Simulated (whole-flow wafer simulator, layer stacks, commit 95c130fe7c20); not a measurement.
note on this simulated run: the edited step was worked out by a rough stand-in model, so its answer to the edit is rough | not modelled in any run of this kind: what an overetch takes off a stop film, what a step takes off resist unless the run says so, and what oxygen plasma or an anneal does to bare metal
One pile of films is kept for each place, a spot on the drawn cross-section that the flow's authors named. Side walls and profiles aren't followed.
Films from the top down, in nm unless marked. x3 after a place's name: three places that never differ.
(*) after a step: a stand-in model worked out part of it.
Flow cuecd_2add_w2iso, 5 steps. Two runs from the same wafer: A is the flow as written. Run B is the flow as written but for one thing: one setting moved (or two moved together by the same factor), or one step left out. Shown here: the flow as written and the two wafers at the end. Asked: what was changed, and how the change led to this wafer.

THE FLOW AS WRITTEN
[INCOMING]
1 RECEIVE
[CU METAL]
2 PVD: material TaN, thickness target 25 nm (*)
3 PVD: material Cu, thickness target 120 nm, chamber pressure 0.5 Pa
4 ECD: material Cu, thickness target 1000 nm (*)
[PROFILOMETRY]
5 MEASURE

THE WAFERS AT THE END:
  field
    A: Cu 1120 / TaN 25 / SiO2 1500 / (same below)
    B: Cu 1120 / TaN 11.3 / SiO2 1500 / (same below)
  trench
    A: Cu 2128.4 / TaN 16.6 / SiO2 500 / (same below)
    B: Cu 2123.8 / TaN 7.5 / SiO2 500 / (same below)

The cause: step 2, PVD: thickness target 11.3 nm was run, where the flow has thickness target 25 nm.
It can be read off the wafer: field has TaN 11.3, and step 2 as written asks for 25 nm.

How the change led to this, step by step:
  2 PVD: material TaN, thickness target 25 nm (*)
      field: A TaN +25 (new film) | B TaN +11.3 (new film)
      trench: A TaN +16.6 (new film) | B TaN +7.5 (new film)
